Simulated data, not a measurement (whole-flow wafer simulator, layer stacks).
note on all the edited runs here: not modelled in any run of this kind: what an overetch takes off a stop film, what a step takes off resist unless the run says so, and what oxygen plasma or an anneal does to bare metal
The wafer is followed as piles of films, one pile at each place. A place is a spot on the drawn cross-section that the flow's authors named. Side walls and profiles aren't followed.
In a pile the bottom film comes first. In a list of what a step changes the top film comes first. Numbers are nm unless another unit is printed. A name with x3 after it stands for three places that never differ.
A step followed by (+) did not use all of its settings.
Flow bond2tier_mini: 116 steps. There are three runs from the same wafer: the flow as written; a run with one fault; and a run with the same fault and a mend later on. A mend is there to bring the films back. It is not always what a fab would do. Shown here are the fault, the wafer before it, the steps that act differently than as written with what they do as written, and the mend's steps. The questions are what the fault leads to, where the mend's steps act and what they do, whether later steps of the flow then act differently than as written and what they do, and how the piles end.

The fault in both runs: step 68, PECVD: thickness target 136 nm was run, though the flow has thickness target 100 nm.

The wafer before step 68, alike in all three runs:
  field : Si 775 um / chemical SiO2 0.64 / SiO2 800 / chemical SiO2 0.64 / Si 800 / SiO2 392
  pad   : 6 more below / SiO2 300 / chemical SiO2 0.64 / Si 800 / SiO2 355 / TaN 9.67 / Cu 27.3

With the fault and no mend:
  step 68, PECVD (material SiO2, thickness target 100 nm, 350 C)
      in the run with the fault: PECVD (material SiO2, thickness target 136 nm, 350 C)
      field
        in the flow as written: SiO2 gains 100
        in the run with the fault: SiO2 gains 136
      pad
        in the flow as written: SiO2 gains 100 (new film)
        in the run with the fault: SiO2 gains 136 (new film)
  Later steps of the flow acting differently than as written:
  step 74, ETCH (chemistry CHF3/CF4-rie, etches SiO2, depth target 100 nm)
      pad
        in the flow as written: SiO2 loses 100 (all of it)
        in the run with the fault: SiO2 loses 100
  At field, pad, the piles at the end differ from the flow's by more than 2% or 0.5 nm, whichever is larger.
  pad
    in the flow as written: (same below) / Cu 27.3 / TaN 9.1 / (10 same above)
    in the run with the fault: (same below) / Cu 27.3 / SiO2 36 / TaN 9.1 / (10 same above)
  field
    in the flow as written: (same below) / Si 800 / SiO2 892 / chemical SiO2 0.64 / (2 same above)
    in the run with the fault: (same below) / Si 800 / SiO2 928 / chemical SiO2 0.64 / (2 same above)

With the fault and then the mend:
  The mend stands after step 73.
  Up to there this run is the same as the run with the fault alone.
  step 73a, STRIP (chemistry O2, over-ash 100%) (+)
      field
        KrF resist loses 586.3 (all of it)
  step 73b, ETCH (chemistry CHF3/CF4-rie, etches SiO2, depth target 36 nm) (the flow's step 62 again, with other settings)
      field, pad
        SiO2 loses 36
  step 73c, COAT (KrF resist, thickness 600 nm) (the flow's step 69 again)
      field, pad
        KrF resist gains 600 (new film)
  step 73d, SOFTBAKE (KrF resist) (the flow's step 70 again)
      leaves every film unchanged at each place that is followed
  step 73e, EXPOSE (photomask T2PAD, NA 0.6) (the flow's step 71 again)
      leaves every film unchanged at each place that is followed
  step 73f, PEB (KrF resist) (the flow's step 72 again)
      leaves every film unchanged at each place that is followed
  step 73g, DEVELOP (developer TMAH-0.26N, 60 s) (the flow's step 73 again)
      field
        KrF resist loses 13.7
      pad
        KrF resist loses 600 (all of it)
  Every later step of the flow that is run acts as written at every place that is followed.
  At every place that both follow, the piles at the end match the flow's.
